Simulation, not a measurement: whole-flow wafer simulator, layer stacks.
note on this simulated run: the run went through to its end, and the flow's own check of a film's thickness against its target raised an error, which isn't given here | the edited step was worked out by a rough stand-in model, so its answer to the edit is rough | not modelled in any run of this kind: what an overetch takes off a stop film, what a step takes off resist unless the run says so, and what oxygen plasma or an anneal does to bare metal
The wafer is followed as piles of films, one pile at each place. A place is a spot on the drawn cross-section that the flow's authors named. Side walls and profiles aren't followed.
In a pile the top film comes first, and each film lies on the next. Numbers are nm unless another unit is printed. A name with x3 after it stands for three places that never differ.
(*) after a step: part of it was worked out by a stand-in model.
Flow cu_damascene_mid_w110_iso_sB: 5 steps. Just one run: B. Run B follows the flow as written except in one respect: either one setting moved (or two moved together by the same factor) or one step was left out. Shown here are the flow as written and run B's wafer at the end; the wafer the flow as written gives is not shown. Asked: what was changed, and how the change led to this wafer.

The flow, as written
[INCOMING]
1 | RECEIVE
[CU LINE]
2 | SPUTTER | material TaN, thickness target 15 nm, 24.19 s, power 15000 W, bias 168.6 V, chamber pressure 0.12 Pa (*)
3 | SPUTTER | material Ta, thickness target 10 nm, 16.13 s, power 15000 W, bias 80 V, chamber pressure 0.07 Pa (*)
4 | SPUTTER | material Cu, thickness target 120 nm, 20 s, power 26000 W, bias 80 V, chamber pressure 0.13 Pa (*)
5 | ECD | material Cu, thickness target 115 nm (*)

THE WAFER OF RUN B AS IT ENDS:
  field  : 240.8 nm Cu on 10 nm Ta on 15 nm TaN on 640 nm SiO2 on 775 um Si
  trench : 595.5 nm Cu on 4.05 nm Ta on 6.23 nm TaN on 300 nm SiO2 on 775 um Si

What caused this: step 5, ECD: thickness target 120.8 nm was run, while the flow as written has thickness target 115 nm.

The path from the change to this, step by step:
  5 | ECD | material Cu, thickness target 115 nm (*)
      field: Cu gains 120.8 (in the flow as written it would be: Cu gains 115)
